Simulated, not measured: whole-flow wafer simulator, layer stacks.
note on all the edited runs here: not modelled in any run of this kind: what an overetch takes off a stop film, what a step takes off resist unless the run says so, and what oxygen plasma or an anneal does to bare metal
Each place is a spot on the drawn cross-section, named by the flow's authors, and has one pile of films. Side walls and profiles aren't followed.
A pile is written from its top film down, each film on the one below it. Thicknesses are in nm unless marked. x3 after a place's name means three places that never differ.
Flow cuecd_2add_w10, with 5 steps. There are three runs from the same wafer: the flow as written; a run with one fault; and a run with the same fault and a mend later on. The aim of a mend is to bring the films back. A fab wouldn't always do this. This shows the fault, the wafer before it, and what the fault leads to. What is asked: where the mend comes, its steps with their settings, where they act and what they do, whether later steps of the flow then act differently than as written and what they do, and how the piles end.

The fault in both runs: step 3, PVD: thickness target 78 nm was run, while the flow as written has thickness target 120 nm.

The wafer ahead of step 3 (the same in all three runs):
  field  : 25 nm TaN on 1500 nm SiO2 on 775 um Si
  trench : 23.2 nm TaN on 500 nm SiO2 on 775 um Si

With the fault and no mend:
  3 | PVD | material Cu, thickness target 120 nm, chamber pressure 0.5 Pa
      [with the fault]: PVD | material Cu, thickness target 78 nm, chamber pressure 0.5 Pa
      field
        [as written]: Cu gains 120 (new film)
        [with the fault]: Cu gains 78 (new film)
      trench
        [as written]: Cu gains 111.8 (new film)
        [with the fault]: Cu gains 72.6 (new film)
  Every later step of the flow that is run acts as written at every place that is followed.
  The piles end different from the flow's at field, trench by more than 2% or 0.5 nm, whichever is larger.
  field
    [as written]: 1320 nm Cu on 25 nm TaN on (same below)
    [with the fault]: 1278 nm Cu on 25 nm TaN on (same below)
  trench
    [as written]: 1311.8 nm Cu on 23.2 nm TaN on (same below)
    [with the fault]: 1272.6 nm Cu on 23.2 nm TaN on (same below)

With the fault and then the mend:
  The mend follows step 3.
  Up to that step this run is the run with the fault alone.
  3a | PVD | material Cu, thickness target 42 nm, chamber pressure 0.5 Pa (a further turn of the flow's step 3, with different settings)
      field
        Cu gains 42
      trench
        Cu gains 39
  Every later step of the flow that is run acts as written at every place that is followed.
  The piles end only slightly different from the flow's at the places that both follow, by no more than 2% or 0.5 nm, whichever is larger.
